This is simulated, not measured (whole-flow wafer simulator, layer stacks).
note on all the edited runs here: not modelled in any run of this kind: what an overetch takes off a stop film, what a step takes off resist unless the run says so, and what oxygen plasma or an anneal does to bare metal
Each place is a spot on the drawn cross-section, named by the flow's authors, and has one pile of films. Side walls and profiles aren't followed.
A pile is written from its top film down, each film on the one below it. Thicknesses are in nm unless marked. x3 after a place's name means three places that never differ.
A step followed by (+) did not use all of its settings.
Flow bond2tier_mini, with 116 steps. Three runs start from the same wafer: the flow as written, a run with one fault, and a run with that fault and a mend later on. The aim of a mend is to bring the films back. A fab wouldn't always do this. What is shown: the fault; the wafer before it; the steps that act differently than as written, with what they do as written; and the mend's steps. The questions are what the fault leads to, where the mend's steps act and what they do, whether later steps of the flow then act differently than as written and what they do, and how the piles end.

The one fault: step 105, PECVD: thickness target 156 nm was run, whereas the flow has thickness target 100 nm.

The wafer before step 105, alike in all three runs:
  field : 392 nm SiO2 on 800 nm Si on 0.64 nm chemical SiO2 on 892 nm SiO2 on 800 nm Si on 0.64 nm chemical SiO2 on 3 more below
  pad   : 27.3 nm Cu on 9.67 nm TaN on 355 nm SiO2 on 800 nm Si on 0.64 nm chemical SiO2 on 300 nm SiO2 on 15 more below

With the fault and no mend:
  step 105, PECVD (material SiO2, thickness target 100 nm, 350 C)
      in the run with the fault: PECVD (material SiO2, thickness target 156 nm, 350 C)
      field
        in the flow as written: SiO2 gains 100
        in the run with the fault: SiO2 gains 156
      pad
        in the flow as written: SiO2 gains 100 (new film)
        in the run with the fault: SiO2 gains 156 (new film)
  Later steps of the flow acting differently than as written:
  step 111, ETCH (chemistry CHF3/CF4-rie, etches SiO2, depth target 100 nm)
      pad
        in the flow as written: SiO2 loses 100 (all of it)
        in the run with the fault: SiO2 loses 100
  By the end, the piles at field, pad depart from the flow's by more than 2% or 0.5 nm, whichever is larger.
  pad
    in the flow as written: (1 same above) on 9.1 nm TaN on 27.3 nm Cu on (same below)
    in the run with the fault: (1 same above) on 9.1 nm TaN on 56 nm SiO2 on 27.3 nm Cu on (same below)
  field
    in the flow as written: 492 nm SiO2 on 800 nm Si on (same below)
    in the run with the fault: 548 nm SiO2 on 800 nm Si on (same below)

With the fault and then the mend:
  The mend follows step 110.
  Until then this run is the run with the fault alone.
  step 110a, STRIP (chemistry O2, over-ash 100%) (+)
      field
        KrF resist loses 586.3 (all of it)
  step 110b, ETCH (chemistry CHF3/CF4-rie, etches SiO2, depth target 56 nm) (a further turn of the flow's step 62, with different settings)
      field, pad
        SiO2 loses 56
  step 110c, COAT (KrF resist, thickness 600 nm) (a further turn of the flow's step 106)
      field, pad
        KrF resist gains 600 (new film)
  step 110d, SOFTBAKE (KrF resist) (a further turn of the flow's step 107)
      leaves every film unchanged at each place that is followed
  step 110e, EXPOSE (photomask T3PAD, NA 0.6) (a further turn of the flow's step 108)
      leaves every film unchanged at each place that is followed
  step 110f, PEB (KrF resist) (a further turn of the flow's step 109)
      leaves every film unchanged at each place that is followed
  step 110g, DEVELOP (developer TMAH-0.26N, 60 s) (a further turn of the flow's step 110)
      field
        KrF resist loses 13.7
      pad
        KrF resist loses 600 (all of it)
  Later steps of the flow that are run all act as written at every place that is followed.
  The piles end the same as the flow's at every place that both follow.
